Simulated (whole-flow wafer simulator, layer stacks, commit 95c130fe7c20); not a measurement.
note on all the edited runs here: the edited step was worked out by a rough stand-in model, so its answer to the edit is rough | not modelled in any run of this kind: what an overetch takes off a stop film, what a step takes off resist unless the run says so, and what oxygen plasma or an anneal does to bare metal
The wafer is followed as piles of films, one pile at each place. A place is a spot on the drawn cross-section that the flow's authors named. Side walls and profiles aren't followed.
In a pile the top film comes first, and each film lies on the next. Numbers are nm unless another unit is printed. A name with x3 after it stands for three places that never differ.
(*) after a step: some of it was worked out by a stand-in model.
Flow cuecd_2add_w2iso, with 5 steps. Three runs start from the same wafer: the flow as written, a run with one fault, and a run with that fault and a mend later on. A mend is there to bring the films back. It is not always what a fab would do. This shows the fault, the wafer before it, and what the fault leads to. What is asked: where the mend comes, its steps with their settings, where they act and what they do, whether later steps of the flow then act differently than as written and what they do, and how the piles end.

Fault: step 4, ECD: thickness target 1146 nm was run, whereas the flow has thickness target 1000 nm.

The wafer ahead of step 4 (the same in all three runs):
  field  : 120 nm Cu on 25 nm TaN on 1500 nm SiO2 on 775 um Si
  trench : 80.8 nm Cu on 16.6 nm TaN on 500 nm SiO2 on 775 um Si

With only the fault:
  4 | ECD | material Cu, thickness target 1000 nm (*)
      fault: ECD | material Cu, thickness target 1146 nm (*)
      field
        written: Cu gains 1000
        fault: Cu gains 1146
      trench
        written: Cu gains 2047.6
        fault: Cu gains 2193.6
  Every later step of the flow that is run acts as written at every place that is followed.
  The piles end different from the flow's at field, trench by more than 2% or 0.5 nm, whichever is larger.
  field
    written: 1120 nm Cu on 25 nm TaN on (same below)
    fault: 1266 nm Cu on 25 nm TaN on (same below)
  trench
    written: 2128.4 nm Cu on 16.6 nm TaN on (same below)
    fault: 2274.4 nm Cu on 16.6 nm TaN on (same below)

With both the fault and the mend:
  The mend follows step 5.
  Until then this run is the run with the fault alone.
  5a | ETCH | chemistry cu recess dil, depth target 146 nm
      field, trench
        Cu loses 146
  Every later step of the flow that is run acts as written at every place that is followed.
  By the end, the piles equal the flow's at every place that both follow.
